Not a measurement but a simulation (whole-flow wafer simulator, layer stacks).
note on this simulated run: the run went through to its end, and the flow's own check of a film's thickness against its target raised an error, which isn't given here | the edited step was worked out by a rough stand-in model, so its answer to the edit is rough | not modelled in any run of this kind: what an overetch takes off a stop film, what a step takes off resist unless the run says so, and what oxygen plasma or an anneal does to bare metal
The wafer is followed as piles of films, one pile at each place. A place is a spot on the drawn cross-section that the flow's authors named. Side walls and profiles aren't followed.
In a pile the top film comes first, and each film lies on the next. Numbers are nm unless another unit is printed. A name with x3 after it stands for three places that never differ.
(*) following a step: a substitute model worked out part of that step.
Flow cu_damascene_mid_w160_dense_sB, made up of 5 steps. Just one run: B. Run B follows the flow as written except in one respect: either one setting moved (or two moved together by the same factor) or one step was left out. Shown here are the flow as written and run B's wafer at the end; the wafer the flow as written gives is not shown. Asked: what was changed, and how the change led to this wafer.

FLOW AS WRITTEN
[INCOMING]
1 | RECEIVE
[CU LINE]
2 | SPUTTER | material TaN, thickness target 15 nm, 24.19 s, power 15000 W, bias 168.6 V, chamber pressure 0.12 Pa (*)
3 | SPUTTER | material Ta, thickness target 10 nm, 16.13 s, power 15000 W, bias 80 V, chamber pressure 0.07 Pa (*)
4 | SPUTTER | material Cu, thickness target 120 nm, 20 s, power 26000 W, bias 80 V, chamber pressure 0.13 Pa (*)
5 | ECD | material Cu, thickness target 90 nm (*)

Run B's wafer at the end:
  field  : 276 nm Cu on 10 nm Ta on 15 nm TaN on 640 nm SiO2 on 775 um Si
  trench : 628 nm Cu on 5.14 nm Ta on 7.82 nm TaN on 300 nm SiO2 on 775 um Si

The reason: step 4, SPUTTER: thickness target 186 nm was run, while the flow as written has thickness target 120 nm; step 4, SPUTTER: 31 s was run, where the flow has 20 s.

How this came from the change, step by step:
  4 | SPUTTER | material Cu, thickness target 120 nm, 20 s, power 26000 W, bias 80 V, chamber pressure 0.13 Pa (*)
      field: +186 Cu (new film) (it would be, as written: +120 Cu (new film))
      trench: +96.1 Cu (new film) (it would be, as written: +62 Cu (new film))
  5 | ECD | material Cu, thickness target 90 nm (*)
      trench: +531.9 Cu (it would be, as written: +500 Cu)
